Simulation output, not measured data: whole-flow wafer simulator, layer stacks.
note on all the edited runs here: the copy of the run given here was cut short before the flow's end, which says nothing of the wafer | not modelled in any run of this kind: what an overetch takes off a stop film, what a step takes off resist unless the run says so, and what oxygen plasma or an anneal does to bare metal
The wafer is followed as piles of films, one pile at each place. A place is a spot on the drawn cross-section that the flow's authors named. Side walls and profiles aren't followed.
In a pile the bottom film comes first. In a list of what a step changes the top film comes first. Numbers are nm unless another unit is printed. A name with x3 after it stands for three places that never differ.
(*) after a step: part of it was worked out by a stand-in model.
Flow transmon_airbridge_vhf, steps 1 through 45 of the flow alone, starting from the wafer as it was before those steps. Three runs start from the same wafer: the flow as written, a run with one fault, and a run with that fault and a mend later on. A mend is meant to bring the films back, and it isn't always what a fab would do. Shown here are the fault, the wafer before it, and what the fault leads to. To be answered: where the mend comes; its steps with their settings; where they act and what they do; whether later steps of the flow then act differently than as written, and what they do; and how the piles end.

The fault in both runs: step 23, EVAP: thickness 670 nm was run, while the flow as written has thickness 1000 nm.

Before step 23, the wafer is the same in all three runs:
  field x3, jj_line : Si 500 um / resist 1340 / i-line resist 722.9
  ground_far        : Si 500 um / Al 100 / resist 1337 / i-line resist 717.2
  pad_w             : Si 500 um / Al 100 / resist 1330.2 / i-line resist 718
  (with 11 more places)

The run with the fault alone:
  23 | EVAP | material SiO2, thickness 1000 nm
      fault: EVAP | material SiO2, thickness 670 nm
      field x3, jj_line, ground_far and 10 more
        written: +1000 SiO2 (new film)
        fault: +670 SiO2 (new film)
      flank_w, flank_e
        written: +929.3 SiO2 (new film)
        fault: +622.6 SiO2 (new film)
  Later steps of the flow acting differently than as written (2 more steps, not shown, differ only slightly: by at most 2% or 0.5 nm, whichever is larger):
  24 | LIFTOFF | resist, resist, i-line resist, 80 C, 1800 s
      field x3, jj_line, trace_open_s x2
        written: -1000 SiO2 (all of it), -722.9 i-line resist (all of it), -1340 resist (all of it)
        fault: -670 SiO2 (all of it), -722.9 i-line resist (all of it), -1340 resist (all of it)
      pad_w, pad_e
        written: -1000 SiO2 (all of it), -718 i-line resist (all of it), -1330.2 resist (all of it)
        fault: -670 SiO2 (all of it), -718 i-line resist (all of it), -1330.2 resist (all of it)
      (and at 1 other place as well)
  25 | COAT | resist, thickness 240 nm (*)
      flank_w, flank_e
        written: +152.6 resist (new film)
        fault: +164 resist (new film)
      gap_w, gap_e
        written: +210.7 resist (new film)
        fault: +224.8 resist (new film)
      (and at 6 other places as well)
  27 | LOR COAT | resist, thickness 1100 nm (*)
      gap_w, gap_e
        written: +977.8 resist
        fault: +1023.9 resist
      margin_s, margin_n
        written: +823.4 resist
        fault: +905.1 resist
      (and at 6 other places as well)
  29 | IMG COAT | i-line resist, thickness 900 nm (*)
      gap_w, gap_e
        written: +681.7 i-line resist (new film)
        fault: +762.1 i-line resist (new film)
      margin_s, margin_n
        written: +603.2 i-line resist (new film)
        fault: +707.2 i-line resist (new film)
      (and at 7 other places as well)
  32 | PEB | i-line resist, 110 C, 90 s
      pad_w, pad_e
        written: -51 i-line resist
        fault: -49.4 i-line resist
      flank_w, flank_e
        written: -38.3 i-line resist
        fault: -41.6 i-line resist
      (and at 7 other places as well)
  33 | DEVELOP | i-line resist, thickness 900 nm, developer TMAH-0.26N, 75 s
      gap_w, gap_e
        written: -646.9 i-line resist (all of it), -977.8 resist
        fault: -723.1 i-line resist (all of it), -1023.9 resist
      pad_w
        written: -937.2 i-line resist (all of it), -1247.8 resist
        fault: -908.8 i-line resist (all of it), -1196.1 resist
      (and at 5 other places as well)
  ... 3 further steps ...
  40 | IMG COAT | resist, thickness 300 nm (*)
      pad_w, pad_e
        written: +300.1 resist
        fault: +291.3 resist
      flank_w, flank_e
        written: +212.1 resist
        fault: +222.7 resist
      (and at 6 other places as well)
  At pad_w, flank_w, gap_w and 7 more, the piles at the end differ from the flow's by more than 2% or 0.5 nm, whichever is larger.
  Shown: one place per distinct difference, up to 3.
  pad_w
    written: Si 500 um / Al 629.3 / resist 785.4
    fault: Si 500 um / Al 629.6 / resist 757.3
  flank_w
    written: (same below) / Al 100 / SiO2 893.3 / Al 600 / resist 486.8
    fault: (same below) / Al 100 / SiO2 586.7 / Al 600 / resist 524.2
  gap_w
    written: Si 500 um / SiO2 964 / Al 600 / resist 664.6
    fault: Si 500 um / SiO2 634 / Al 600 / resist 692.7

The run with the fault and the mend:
  The mend stands after step 23.
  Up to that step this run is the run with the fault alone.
  23a | EVAP | material SiO2, thickness 330 nm (the flow's step 23 again, with other settings)
      field x3, jj_line, ground_far and 10 more
        +330 SiO2
      flank_w, flank_e
        +307 SiO2
  Every later step of the flow that is run acts as written, at every place that is followed, to within 2% or 0.5 nm, whichever is larger.
  When the end is reached, the piles differ only a little from the flow's at the places that both follow, at most by 2% or 0.5 nm, whichever is larger.
